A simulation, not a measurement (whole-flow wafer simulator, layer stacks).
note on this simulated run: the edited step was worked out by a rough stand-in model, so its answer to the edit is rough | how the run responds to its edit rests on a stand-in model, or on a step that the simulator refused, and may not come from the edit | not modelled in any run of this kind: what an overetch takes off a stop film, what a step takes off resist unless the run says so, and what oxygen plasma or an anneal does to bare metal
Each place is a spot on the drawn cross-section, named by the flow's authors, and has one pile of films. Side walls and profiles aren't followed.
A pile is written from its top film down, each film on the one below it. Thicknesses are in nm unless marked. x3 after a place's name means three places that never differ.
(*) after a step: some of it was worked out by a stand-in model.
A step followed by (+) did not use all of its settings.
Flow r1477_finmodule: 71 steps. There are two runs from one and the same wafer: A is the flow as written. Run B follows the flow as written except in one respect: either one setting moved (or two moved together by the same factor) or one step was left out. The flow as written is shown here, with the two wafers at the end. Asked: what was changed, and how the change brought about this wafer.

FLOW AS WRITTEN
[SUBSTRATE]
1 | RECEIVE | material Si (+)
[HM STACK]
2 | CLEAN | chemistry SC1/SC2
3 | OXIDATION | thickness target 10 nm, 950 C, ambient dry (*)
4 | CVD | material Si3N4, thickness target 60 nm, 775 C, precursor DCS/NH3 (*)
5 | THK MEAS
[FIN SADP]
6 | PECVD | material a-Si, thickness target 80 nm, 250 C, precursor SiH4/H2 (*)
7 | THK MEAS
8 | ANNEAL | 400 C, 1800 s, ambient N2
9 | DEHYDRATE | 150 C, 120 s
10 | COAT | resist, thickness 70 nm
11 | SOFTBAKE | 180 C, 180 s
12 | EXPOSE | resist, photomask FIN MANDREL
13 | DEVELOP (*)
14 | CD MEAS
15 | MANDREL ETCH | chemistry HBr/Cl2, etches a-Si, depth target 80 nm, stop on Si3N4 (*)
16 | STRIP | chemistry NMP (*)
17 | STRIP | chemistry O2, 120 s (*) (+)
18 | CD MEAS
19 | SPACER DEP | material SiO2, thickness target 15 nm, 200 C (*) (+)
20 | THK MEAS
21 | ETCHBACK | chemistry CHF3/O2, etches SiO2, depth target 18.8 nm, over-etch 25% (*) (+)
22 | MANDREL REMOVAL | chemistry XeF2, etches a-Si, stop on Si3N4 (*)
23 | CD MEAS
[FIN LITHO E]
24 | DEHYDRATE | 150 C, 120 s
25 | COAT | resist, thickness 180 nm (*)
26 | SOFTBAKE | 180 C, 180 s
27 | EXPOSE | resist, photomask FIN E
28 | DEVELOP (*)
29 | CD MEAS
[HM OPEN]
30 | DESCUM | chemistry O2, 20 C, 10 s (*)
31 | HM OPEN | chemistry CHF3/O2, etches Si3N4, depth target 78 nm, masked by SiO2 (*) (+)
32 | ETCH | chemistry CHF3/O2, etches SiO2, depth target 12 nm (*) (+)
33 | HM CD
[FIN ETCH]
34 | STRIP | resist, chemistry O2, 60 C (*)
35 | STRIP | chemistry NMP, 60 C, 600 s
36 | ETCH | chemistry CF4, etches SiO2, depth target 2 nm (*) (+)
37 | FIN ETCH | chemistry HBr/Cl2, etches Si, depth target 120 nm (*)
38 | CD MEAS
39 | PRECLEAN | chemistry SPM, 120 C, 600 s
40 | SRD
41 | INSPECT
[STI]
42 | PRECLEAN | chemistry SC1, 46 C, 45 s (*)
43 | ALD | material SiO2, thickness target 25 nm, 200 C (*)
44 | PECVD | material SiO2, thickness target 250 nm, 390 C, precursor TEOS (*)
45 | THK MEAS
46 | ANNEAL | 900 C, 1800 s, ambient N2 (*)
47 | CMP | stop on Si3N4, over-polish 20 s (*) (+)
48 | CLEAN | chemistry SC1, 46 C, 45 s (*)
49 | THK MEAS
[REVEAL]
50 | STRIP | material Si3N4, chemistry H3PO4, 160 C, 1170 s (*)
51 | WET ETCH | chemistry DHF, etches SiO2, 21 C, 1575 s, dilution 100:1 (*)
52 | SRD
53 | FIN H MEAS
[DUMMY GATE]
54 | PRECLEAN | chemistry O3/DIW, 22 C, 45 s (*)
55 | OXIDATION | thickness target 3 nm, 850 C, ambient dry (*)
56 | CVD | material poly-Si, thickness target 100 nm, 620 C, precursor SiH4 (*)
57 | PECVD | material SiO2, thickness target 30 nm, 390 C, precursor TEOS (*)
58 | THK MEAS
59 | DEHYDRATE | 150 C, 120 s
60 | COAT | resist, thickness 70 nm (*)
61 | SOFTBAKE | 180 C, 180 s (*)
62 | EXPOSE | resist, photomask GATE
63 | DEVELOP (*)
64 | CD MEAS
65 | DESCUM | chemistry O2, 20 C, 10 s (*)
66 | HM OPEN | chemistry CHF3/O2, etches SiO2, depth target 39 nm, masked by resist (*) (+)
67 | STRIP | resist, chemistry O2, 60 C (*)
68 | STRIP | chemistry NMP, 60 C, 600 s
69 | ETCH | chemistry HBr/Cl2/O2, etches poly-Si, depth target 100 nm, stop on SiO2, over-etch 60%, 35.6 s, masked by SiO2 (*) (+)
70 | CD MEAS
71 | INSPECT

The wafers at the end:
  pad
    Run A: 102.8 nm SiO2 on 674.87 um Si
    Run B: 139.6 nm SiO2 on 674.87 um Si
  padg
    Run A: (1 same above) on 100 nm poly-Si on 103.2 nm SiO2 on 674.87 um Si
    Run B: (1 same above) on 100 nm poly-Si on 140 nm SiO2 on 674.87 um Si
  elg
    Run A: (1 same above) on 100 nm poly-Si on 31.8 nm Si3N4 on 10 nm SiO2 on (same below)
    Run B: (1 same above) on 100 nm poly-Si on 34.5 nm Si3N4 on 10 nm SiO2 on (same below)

What caused this: step 51, WET ETCH: 898 s was run, while the flow as written has 1575 s.

The path from the change to this, step by step:
  51 | WET ETCH | chemistry DHF, etches SiO2, 21 C, 1575 s, dilution 100:1 (*)
      pad, padg, e40sg and 12 more: A -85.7 SiO2 | B -48.9 SiO2
      elg, e40lg, e100lg, e200lg, elo, e40lo, e100lo, e200lo: A -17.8 SiO2 (all of it), -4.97 Si3N4 | B -17.8 SiO2 (all of it), -2.21 Si3N4
      (and at 7 other places as well)
  56 | CVD | material poly-Si, thickness target 100 nm, 620 C, precursor SiH4 (*)
      s40sg_line, s45sg_line, s50sg_line, s40so_line, s45so_line, s50so_line: A +100 poly-Si (new film) | B +114.3 poly-Si (new film)
      s40cg, s40co: A +113.9 poly-Si (new film) | B +100 poly-Si (new film)
      (and at 5 other places as well)
  60 | COAT | resist, thickness 70 nm (*)
      e40lg, e100lg, e200lg, elo, e40lo, e100lo, e200lo: A +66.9 resist (new film) | B +68.6 resist (new film)
      e40sg, eso, e40so: A +129.5 resist (new film) | B +97.1 resist (new film)
      (and at 22 other places as well)
  63 | DEVELOP (*)
      elo, e40lo, e100lo, e200lo: A -66.9 resist (all of it) | B -68.6 resist (all of it)
      eso, e40so: A -129.5 resist (all of it) | B -97.1 resist (all of it)
      (and at 11 other places as well)
  67 | STRIP | resist, chemistry O2, 60 C (*)
      e40lg, e100lg, e200lg: A -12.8 resist (all of it) | B -14.5 resist (all of it)
      e40sg: A -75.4 resist (all of it) | B -43 resist (all of it)
      (and at 11 other places as well)
  69 | ETCH | chemistry HBr/Cl2/O2, etches poly-Si, depth target 100 nm, stop on SiO2, over-etch 60%, 35.6 s, masked by SiO2 (*) (+)
      s40so_line, s45so_line, s50so_line: A -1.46 chemical SiO2 (all of it), -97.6 poly-Si (all of it), -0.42 SiO2 | B -1.27 chemical SiO2 (all of it), -111.9 poly-Si (all of it), -0.24 SiO2
      s40co: A -1.46 chemical SiO2 (all of it), -111.5 poly-Si (all of it), -0.24 SiO2 | B -1.27 chemical SiO2 (all of it), -97.6 poly-Si (all of it), -0.42 SiO2
      (and at 2 other places as well)
